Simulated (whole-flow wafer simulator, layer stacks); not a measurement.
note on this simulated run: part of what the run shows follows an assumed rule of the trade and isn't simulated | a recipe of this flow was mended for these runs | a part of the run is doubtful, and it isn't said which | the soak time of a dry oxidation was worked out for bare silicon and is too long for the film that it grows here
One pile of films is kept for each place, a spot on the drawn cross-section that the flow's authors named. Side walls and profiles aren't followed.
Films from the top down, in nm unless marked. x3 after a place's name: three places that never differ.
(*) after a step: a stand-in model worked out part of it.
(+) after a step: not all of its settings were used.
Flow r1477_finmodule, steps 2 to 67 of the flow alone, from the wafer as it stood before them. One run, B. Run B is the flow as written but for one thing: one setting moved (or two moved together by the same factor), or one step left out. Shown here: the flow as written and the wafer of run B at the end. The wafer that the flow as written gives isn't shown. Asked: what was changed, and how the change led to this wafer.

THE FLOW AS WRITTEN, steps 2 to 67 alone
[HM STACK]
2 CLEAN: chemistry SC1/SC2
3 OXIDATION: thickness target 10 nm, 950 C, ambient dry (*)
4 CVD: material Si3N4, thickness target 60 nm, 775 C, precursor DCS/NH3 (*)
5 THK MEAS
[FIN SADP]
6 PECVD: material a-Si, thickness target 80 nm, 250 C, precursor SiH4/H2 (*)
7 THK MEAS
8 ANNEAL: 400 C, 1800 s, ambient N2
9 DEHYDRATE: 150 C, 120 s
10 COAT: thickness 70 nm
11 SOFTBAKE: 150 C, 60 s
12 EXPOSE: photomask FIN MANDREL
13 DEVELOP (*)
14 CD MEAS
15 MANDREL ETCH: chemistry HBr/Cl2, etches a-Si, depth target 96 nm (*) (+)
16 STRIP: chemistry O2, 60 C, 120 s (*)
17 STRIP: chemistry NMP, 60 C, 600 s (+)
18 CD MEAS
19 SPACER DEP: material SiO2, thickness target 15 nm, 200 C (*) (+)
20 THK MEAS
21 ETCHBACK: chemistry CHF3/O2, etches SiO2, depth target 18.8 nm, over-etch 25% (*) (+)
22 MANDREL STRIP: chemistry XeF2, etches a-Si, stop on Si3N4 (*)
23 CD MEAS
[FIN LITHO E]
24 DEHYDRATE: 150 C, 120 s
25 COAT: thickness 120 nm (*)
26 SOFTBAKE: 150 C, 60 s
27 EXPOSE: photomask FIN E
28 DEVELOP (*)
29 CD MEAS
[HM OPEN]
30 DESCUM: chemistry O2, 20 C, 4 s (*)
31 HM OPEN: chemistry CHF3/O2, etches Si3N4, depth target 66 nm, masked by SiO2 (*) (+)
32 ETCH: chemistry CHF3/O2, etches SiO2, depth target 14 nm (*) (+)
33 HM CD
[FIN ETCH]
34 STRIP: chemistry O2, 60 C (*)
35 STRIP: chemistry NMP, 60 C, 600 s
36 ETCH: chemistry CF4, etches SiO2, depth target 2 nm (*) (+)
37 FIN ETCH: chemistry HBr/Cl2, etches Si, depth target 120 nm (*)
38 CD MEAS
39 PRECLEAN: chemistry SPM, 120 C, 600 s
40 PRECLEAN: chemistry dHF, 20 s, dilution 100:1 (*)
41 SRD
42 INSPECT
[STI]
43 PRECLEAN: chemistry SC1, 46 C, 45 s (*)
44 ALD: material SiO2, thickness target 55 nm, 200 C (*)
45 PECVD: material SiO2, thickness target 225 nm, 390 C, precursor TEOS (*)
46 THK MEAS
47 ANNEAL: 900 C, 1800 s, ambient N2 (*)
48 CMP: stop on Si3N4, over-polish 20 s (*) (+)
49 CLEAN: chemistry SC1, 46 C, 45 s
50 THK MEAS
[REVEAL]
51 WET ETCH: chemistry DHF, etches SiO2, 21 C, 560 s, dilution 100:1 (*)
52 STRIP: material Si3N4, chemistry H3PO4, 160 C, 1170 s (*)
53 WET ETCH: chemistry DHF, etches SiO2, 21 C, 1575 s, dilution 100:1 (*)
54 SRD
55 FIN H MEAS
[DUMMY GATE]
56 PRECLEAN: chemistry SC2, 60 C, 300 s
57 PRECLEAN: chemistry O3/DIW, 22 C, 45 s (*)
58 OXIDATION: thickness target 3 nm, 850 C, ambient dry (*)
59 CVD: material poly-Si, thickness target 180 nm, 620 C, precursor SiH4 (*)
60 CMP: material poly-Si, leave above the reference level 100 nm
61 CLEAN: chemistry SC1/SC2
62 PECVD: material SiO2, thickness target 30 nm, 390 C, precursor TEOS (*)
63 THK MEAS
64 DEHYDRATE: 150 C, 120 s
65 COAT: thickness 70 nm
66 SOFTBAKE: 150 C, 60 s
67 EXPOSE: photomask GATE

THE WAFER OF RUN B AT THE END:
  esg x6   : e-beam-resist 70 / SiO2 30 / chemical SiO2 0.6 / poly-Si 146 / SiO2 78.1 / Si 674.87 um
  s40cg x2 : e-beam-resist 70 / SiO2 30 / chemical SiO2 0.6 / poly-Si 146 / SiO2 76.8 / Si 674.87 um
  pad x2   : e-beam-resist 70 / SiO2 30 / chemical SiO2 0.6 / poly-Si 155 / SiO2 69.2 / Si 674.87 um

The cause: step 32, ETCH: depth target 4.9 nm was run, where the flow has depth target 14 nm.

How the change led to this, step by step:
  32 ETCH: chemistry CHF3/O2, etches SiO2, depth target 14 nm (*) (+)
      s40cg x2, s45cg x2, s50cg x2: SiO2 -4.9 (as written it would be: SiO2 -7 (all of it), Si -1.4)
      pad x2, esg x6, e200sg x2, s40sg x2, s45sg x2, s50sg x2: SiO2 -4.05 (all of it), Si -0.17 (as written it would be: SiO2 -4.05 (all of it), Si -1.99)
      (and at 14 more places)
  34 STRIP: chemistry O2, 60 C (*)
      s40cg x2, s45cg x2, s50cg x2: nothing (as written it would be: chemical SiO2 +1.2 (new film), Si -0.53)
      elg x8: e-beam-resist -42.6 (all of it) (as written it would be: e-beam-resist -33.9 (all of it))
  36 ETCH: chemistry CF4, etches SiO2, depth target 2 nm (*) (+)
      s40cg x2, s45cg x2, s50cg x2: SiO2 -2.1 (all of it) (as written it would be: chemical SiO2 -1.2 (all of it), Si -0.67)
  44 ALD: material SiO2, thickness target 55 nm, 200 C (*)
      s40cg x2, s45cg x2, s50cg x2: SiO2 +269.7 (new film) (as written it would be: SiO2 +263.2 (new film))
      s40sg x2, s45sg x2, s50sg x2: SiO2 +271 (new film) (as written it would be: SiO2 +263.8 (new film))
  48 CMP: stop on Si3N4, over-polish 20 s (*) (+)
      s40cg x2, s40sg x2, s45cg x2, s45sg x2, s50cg x2, s50sg x2: SiO2 -297.2 (as written it would be: SiO2 -288.1)
      s40sg_line x2, s45sg_line x2, s50sg_line x2: SiO2 -296.1 (all of it), Si3N4 -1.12 (as written it would be: SiO2 -287 (all of it), Si3N4 -1.12)
      (and at 2 more places)
